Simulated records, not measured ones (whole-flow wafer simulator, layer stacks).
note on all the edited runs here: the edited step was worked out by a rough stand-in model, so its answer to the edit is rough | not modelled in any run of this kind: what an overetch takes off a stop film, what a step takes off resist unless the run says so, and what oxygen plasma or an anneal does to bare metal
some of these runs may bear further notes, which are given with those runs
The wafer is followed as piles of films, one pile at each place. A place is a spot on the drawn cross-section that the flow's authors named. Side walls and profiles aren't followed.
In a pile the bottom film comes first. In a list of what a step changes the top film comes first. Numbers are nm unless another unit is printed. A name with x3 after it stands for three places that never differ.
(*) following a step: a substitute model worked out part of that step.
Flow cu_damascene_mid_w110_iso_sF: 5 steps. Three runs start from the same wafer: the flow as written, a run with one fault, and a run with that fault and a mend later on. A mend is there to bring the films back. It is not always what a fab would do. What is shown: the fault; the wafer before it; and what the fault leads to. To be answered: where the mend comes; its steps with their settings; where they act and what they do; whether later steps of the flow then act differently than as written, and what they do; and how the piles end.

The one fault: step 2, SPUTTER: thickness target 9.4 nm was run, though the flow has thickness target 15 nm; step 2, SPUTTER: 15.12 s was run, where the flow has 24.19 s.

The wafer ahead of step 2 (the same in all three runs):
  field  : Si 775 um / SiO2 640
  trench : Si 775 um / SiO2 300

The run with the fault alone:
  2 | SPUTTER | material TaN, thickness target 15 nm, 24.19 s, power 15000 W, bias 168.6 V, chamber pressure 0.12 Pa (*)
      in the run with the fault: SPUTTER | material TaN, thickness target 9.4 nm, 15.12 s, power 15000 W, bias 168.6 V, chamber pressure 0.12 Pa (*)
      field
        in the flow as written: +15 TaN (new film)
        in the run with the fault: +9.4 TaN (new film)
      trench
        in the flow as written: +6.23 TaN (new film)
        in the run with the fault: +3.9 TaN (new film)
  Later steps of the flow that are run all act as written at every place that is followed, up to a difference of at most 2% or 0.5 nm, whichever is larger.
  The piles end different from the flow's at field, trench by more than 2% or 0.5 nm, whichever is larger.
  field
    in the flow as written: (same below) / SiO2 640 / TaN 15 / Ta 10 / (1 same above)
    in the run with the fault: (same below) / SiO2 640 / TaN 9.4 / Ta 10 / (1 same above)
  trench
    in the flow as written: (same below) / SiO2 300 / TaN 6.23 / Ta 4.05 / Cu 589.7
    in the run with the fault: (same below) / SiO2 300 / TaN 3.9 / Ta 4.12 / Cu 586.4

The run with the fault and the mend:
  The mend stands after step 2.
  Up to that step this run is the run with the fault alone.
  2a | SPUTTER | material TaN, thickness target 5.6 nm, 9.031 s, power 15000 W, bias 168.6 V, chamber pressure 0.12 Pa (*) (the flow's step 2, run once more with other settings)
      field
        +5.6 TaN
      trench
        +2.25 TaN
  Later steps of the flow that are run all act as written at every place that is followed, up to a difference of at most 2% or 0.5 nm, whichever is larger.
  At the end the piles are close to the flow's at the places that both follow, differing by at most 2% or 0.5 nm, whichever is larger.
